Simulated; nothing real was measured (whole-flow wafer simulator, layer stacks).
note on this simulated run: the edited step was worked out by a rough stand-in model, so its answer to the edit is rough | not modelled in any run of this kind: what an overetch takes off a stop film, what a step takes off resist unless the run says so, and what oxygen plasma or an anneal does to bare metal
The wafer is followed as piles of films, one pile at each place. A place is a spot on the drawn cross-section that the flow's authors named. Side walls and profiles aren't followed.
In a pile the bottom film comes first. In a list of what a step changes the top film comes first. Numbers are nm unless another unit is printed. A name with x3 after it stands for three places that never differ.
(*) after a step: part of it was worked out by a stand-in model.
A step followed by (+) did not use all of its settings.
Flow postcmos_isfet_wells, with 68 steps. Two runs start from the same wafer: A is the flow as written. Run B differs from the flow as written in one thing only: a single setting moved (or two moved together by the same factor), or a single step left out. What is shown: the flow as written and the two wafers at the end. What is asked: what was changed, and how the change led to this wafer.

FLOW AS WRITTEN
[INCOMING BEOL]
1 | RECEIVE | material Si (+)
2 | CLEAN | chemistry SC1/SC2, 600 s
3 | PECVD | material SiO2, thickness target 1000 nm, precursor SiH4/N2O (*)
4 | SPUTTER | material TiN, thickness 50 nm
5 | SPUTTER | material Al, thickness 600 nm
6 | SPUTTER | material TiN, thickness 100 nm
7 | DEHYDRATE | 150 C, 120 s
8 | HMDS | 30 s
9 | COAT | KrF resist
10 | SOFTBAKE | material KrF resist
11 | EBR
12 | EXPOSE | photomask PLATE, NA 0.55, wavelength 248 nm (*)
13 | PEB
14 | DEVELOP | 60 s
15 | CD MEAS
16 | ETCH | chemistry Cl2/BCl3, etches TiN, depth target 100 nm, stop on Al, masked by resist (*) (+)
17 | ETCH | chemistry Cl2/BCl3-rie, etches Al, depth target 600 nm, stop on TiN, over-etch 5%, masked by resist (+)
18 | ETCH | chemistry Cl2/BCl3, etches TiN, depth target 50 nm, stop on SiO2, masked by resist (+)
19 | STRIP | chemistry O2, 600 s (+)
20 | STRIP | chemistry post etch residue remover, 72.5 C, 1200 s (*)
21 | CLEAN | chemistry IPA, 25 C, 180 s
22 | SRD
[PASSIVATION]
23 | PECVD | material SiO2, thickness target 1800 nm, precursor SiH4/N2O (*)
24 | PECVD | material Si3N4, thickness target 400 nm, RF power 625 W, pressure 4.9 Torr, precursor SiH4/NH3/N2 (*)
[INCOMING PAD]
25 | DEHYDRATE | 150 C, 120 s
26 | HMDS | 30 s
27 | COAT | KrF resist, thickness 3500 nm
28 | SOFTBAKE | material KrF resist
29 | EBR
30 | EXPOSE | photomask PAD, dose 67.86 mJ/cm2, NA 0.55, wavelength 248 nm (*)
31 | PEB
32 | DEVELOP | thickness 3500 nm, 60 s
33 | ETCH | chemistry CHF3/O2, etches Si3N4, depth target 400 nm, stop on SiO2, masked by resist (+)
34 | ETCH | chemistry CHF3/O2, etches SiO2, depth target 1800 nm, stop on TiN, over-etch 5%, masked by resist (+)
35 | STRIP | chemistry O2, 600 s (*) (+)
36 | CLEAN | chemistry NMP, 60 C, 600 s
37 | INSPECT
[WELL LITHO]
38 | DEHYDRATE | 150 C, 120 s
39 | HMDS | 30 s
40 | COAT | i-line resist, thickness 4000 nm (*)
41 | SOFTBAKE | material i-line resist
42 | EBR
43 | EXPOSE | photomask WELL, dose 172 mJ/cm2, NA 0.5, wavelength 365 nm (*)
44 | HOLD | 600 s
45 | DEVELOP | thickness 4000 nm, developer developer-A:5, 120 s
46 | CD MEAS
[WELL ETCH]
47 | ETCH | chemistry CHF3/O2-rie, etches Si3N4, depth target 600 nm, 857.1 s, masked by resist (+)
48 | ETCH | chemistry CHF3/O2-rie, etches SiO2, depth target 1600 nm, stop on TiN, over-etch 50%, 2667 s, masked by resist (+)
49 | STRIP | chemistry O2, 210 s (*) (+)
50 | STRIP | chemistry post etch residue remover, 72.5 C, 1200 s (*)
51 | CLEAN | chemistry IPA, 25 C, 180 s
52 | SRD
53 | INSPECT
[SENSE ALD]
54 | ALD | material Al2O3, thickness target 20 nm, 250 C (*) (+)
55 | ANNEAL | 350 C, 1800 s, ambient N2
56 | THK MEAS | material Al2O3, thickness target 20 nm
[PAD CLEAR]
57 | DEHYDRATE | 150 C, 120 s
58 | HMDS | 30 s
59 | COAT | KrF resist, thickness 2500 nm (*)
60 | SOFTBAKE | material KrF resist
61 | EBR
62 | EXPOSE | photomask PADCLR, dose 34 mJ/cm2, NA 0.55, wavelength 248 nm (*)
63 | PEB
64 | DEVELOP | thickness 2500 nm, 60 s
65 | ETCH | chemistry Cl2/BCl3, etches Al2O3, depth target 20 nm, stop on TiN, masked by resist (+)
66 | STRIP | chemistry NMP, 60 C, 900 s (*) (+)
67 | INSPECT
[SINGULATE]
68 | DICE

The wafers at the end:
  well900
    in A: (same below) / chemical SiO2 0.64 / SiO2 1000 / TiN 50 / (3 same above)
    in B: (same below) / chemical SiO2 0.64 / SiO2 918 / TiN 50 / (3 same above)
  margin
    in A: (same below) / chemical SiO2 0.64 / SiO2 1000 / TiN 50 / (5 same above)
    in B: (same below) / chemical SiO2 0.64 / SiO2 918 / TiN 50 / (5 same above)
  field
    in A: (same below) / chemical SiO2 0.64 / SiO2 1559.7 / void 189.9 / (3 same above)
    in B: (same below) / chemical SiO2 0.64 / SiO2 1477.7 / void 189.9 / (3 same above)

What caused this: step 3, PECVD: thickness target 918 nm was run, while the flow as written has thickness target 1000 nm.
One can read it off the wafer: well900 has SiO2 918, and step 3 as written asks for 1000 nm.

Step by step, how the change led to this:
  3 | PECVD | material SiO2, thickness target 1000 nm, precursor SiH4/N2O (*)
      field, margin, well900, well1300 x3, pad_rim, pad_clr, pad_open: A +1000 SiO2 (new film) | B +918 SiO2 (new film)
